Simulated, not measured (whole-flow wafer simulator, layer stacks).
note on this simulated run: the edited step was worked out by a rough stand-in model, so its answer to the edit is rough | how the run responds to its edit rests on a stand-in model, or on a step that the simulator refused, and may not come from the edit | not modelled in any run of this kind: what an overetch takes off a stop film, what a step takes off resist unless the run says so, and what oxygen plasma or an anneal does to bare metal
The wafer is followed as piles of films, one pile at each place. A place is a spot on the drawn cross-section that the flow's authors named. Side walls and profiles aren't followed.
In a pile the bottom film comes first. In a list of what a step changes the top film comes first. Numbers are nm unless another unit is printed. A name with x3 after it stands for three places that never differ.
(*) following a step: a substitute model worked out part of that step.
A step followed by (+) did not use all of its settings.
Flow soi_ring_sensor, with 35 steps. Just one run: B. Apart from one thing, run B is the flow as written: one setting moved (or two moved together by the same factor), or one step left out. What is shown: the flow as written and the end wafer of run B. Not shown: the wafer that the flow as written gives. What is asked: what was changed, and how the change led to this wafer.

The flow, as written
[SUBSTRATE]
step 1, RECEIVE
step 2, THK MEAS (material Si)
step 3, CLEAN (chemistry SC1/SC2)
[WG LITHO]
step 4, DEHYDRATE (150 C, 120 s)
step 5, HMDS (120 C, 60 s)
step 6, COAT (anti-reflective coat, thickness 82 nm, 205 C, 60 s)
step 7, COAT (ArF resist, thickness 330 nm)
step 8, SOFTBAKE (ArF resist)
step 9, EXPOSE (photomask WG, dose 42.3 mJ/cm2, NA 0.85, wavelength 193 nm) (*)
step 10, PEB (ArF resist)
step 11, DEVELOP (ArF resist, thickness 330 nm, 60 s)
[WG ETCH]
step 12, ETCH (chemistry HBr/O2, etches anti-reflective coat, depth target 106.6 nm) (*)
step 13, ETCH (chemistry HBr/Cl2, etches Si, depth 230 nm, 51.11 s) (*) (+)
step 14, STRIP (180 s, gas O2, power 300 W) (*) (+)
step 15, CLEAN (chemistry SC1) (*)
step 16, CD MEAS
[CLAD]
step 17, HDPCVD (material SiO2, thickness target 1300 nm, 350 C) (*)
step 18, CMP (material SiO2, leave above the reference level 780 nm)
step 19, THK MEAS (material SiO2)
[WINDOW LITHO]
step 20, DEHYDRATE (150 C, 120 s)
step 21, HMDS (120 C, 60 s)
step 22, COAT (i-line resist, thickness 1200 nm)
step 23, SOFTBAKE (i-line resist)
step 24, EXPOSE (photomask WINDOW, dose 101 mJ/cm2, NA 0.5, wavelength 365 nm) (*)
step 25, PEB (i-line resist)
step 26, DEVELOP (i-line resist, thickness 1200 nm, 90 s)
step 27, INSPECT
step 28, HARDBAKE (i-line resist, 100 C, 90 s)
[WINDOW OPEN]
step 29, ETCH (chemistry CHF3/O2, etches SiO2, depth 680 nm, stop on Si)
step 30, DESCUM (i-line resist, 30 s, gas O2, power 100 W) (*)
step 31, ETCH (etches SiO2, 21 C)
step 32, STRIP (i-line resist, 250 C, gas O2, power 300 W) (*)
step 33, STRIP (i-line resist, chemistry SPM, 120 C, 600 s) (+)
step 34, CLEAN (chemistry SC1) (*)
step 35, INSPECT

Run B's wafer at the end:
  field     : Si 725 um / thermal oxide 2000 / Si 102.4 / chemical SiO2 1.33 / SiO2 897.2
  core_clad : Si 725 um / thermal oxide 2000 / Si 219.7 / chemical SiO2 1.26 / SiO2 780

Cause: step 13, ETCH: depth 117 nm was run, though the flow has depth 230 nm; step 13, ETCH: 26.07 s was run, where the flow has 51.11 s.

How this came from the change, step by step:
  step 13, ETCH (chemistry HBr/Cl2, etches Si, depth 230 nm, 51.11 s) (*) (+)
      gap, window, field, gap_clad: Si loses 117 (as written it would have been: Si loses 220 (all of it), thermal oxide loses 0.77)
      core, core_clad: ArF resist loses 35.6 (as written it would have been: ArF resist loses 69.7)
  step 14, STRIP (180 s, gas O2, power 300 W) (*) (+)
      gap, window, field, gap_clad: chemical SiO2 gains 1.33 (new film), Si loses 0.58 (as written it would have been: nothing)
      core, core_clad: ArF resist loses 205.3 (all of it), anti-reflective coat loses 82 (all of it), chemical SiO2 gains 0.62, Si loses 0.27 (as written it would have been: ArF resist loses 171.2 (all of it), anti-reflective coat loses 82 (all of it), chemical SiO2 gains 0.63, Si loses 0.28)
  step 18, CMP (material SiO2, leave above the reference level 780 nm)
      gap, window, field, gap_clad: SiO2 loses 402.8 (as written it would have been: SiO2 loses 298.2)
